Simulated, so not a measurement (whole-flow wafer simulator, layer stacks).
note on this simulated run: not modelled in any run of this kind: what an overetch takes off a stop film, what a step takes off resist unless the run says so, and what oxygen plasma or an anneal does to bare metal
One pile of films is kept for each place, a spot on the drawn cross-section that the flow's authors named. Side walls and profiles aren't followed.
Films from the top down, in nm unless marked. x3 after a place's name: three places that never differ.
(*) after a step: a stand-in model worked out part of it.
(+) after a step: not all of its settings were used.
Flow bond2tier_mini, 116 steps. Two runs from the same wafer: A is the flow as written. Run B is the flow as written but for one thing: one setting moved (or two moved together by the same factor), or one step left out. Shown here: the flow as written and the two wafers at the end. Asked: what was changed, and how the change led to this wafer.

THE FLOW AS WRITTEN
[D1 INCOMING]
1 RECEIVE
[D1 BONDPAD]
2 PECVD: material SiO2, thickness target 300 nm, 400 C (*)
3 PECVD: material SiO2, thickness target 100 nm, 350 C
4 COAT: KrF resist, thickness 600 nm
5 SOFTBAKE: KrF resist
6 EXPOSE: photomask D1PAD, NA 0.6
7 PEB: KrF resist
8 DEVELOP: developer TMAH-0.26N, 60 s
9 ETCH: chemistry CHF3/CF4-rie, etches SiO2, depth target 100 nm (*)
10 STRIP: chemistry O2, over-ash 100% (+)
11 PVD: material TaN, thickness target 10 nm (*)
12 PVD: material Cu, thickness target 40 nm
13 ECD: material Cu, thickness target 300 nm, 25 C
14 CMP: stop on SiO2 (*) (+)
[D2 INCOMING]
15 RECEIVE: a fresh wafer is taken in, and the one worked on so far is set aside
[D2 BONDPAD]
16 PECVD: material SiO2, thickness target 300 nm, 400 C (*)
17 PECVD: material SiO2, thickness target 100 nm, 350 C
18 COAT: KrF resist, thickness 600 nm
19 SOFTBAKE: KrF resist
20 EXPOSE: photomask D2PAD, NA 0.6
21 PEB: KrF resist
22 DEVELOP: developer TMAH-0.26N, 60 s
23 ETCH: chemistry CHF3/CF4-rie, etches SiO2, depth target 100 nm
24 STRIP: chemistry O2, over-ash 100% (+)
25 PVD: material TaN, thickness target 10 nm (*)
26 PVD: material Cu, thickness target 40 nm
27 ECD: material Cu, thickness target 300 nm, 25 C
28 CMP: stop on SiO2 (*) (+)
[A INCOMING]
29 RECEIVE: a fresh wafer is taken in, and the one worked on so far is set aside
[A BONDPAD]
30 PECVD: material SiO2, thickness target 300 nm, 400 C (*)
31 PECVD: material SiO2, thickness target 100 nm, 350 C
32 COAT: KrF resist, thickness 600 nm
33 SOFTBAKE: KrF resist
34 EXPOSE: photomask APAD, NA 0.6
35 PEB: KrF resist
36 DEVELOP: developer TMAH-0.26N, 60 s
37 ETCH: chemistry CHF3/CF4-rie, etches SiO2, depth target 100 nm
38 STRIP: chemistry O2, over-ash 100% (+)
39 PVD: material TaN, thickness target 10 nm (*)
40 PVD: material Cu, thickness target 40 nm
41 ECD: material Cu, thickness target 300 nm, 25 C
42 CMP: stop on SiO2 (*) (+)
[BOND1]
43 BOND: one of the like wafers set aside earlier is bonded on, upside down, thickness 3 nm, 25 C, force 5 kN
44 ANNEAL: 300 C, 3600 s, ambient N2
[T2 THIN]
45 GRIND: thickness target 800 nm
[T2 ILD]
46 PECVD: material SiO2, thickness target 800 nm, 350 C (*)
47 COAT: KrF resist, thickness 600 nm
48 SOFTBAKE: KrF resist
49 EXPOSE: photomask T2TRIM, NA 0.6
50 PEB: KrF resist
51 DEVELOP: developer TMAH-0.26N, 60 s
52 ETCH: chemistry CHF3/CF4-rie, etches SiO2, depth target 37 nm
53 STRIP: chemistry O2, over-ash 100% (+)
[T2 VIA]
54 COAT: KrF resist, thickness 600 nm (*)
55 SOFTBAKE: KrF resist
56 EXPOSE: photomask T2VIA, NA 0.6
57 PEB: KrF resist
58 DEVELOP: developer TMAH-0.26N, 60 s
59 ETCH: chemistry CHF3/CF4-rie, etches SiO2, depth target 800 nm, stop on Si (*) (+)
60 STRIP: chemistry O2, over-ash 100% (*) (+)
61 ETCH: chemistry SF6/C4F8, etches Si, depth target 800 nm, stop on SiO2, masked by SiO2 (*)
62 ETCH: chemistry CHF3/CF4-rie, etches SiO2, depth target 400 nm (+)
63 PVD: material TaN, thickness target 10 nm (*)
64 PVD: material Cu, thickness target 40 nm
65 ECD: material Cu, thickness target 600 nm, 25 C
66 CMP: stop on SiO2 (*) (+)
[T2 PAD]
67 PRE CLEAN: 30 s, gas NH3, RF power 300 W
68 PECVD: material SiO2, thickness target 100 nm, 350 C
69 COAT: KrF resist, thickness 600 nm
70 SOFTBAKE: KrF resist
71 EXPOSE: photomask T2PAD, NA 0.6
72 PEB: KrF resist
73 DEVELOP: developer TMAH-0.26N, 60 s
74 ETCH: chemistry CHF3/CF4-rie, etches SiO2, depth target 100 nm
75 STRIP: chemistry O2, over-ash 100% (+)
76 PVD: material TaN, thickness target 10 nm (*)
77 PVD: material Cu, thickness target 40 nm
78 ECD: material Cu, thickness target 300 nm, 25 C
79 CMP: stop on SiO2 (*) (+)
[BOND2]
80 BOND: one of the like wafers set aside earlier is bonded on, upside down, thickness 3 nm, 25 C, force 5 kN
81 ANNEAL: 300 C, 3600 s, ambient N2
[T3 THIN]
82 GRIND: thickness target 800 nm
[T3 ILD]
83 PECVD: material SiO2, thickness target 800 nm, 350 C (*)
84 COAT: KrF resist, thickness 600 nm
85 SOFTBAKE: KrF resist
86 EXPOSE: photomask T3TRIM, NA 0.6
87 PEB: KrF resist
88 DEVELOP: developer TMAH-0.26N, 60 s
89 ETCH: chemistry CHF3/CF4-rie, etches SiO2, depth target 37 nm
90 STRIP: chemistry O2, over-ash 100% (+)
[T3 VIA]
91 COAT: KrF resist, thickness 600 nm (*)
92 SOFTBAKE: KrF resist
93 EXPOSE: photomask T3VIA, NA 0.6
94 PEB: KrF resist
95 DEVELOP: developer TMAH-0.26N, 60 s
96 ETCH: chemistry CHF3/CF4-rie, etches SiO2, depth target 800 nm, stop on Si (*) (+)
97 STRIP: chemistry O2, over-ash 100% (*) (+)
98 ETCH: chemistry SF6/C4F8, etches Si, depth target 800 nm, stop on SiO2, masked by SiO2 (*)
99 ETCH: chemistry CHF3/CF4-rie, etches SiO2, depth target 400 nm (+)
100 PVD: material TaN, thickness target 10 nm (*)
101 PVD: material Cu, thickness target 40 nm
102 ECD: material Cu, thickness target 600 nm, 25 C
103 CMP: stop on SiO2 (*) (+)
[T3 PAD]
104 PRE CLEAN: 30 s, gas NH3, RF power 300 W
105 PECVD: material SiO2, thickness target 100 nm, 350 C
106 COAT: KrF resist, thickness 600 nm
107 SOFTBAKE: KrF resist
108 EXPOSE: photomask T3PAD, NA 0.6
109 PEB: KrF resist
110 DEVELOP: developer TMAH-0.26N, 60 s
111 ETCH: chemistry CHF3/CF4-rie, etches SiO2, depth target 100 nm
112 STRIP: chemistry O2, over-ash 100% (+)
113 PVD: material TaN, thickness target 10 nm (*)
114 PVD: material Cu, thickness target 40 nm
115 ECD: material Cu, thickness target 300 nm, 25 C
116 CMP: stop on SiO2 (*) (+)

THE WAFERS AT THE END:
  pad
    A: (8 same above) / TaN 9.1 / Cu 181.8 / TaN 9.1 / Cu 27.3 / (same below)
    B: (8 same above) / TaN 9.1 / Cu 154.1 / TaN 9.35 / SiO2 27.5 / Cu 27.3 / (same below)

The cause: step 74, ETCH: depth target 72.5 nm was run, where the flow has depth target 100 nm.

How the change led to this, step by step:
  74 ETCH: chemistry CHF3/CF4-rie, etches SiO2, depth target 100 nm
      pad: A SiO2 -100 (all of it) | B SiO2 -72.5
      field: A KrF resist -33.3 | B KrF resist -24.2
  77 PVD: material Cu, thickness target 40 nm
      pad: A Cu +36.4 (new film) | B Cu +37.4 (new film)
  78 ECD: material Cu, thickness target 300 nm, 25 C
      pad: A Cu +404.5 | B Cu +375.8
Counting metal films that touch as one body, pad has 4 bodies (between them, from the top down: SiO2 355 / Si 800 / chemical SiO2 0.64 / SiO2 300; SiO2 27.5; SiO2 355 / Si 800 / chemical SiO2 0.64 / SiO2 300); the flow as written gives 3 bodies (between them, from the top down: SiO2 355 / Si 800 / chemical SiO2 0.64 / SiO2 300; SiO2 355 / Si 800 / chemical SiO2 0.64 / SiO2 300).
